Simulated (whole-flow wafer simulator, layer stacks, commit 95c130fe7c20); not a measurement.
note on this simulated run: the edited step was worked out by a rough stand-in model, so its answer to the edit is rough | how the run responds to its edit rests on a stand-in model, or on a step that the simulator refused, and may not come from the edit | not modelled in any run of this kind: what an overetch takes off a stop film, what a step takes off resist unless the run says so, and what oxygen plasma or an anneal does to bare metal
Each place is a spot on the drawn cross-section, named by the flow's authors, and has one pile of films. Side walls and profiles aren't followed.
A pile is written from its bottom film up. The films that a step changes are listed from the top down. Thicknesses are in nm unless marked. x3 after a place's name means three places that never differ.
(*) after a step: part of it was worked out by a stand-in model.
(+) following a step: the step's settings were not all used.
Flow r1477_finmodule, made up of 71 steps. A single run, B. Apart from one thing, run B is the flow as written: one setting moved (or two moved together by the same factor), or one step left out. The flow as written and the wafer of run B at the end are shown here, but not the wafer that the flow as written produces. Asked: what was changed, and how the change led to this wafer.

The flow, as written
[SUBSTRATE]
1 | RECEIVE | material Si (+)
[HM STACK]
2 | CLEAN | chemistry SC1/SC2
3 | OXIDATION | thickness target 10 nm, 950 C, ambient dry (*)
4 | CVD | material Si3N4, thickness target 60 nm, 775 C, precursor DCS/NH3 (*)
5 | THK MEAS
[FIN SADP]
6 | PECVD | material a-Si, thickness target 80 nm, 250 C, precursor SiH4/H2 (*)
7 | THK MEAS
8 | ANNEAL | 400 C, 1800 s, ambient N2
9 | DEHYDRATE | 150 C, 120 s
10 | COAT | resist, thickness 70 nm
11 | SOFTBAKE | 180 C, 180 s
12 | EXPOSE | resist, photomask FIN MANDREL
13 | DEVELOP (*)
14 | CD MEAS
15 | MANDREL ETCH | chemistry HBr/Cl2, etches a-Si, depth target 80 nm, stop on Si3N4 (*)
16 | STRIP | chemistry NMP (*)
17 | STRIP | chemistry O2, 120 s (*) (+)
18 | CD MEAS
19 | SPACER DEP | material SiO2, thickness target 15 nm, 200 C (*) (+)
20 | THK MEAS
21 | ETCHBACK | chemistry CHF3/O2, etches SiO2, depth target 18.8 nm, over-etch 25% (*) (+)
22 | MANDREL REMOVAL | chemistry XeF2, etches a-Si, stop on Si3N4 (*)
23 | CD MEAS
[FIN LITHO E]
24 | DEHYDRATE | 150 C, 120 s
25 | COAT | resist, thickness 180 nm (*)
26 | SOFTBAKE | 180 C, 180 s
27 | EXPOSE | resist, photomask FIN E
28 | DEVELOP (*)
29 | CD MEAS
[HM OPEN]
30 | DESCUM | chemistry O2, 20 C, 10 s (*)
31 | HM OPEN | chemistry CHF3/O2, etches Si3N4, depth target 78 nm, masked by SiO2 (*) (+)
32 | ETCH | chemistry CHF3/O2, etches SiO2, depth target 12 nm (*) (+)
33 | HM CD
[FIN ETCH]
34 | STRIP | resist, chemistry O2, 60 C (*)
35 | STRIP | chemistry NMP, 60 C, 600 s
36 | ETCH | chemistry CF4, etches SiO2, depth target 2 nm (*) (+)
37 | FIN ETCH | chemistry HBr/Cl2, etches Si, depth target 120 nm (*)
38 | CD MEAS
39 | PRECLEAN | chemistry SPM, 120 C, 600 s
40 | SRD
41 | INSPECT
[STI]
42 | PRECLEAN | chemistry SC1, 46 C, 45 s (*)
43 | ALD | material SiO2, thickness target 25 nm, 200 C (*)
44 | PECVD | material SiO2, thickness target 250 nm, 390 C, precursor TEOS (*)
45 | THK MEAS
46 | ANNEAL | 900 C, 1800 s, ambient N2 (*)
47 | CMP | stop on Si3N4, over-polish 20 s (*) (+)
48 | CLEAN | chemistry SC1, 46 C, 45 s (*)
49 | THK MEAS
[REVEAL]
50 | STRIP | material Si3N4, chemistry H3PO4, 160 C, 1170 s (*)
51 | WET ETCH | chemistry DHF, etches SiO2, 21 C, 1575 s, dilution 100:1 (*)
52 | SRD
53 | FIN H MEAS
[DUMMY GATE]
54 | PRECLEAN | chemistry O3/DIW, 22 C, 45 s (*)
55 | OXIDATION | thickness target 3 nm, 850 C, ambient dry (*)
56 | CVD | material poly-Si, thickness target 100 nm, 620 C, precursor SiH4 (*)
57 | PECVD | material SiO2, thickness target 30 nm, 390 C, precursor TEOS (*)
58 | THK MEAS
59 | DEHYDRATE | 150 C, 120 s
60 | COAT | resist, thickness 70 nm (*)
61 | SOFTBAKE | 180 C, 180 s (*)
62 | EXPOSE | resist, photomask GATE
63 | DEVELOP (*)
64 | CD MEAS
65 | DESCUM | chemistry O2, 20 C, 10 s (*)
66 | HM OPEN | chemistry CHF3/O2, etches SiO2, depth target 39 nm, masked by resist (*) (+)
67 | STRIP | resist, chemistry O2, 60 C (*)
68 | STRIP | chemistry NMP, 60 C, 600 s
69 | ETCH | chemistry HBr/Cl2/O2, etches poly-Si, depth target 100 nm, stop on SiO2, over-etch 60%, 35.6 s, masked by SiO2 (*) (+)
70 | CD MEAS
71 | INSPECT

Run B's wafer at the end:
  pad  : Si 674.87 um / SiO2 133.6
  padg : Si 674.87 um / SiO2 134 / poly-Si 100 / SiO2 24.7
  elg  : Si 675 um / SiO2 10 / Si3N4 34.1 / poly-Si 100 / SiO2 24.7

What caused this: step 51, WET ETCH: 1008 s was run, whereas the flow has 1575 s.

The path from the change to this, step by step:
  51 | WET ETCH | chemistry DHF, etches SiO2, 21 C, 1575 s, dilution 100:1 (*)
      pad, padg, e40sg and 12 more: SiO2 loses 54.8 (as written it would have been: SiO2 loses 85.7)
      elg, e40lg, e100lg, e200lg, elo, e40lo, e100lo, e200lo: SiO2 loses 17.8 (all of it), Si3N4 loses 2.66 (as written it would have been: SiO2 loses 17.8 (all of it), Si3N4 loses 4.97)
      (and at 7 other places as well)
  56 | CVD | material poly-Si, thickness target 100 nm, 620 C, precursor SiH4 (*)
      s40sg_line, s45sg_line, s50sg_line, s40so_line, s45so_line, s50so_line: poly-Si gains 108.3 (new film) (as written it would have been: poly-Si gains 100 (new film))
      s40cg, s40co: poly-Si gains 100 (new film) (as written it would have been: poly-Si gains 113.9 (new film))
      (and at 5 other places as well)
  60 | COAT | resist, thickness 70 nm (*)
      e40lg, e100lg, e200lg, elo, e40lo, e100lo, e200lo: resist gains 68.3 (new film) (as written it would have been: resist gains 66.9 (new film))
      e40sg, eso, e40so: resist gains 102.4 (new film) (as written it would have been: resist gains 129.5 (new film))
      (and at 22 other places as well)
  63 | DEVELOP (*)
      elo, e40lo, e100lo, e200lo: resist loses 68.3 (all of it) (as written it would have been: resist loses 66.9 (all of it))
      eso, e40so: resist loses 102.4 (all of it) (as written it would have been: resist loses 129.5 (all of it))
      (and at 11 other places as well)
  67 | STRIP | resist, chemistry O2, 60 C (*)
      e40lg, e100lg, e200lg: resist loses 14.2 (all of it) (as written it would have been: resist loses 12.8 (all of it))
      e40sg: resist loses 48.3 (all of it) (as written it would have been: resist loses 75.4 (all of it))
      (and at 11 other places as well)
  69 | ETCH | chemistry HBr/Cl2/O2, etches poly-Si, depth target 100 nm, stop on SiO2, over-etch 60%, 35.6 s, masked by SiO2 (*) (+)
      s40so_line, s45so_line, s50so_line: chemical SiO2 loses 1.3 (all of it), poly-Si loses 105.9 (all of it), SiO2 loses 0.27 (as written it would have been: chemical SiO2 loses 1.46 (all of it), poly-Si loses 97.6 (all of it), SiO2 loses 0.42)
      s40co: chemical SiO2 loses 1.3 (all of it), poly-Si loses 97.6 (all of it), SiO2 loses 0.42 (as written it would have been: chemical SiO2 loses 1.46 (all of it), poly-Si loses 111.5 (all of it), SiO2 loses 0.24)
      (and at 2 other places as well)
